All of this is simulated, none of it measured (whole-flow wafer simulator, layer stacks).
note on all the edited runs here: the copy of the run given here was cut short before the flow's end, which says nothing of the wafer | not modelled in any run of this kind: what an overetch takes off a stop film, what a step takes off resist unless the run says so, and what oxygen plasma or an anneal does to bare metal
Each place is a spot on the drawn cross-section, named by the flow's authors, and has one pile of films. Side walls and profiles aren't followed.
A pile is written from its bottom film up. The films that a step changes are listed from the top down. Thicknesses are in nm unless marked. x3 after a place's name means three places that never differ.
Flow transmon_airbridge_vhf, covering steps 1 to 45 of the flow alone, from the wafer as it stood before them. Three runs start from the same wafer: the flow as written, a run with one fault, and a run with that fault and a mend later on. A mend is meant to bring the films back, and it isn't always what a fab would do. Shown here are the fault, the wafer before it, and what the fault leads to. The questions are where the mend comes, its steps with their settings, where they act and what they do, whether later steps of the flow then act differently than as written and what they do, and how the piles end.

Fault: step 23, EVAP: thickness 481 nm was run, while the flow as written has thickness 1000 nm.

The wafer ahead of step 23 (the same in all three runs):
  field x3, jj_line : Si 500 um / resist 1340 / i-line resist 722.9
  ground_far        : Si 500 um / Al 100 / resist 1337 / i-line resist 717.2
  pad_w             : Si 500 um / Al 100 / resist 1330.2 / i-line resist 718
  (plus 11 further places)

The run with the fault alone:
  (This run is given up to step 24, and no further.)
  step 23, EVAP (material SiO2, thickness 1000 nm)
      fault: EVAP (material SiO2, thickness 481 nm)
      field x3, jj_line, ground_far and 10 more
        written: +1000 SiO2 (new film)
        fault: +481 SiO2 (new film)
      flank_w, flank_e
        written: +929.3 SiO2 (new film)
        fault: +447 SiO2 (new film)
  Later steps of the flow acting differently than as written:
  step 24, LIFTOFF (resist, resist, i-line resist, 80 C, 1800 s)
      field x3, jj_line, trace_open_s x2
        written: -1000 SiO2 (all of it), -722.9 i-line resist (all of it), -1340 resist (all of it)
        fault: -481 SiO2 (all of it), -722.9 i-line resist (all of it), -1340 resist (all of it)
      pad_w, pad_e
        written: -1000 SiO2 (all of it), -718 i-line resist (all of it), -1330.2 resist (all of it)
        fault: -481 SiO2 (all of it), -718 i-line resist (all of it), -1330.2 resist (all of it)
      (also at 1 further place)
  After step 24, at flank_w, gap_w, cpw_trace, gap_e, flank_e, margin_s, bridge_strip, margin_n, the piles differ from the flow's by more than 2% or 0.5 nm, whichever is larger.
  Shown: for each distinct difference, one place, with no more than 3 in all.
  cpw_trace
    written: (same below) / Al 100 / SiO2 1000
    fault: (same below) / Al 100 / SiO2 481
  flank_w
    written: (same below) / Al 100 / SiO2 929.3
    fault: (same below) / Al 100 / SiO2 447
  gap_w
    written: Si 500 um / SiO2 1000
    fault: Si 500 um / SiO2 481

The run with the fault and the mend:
  The mend stands after step 23.
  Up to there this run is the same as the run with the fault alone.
  step 23a, EVAP (material SiO2, thickness 519 nm) (a further turn of the flow's step 23, with different settings)
      field x3, jj_line, ground_far and 10 more
        +519 SiO2
      flank_w, flank_e
        +483 SiO2
  Later steps of the flow that are run all act as written at every place that is followed, up to a difference of at most 2% or 0.5 nm, whichever is larger.
  When the end is reached, the piles differ only a little from the flow's at the places that both follow, at most by 2% or 0.5 nm, whichever is larger.
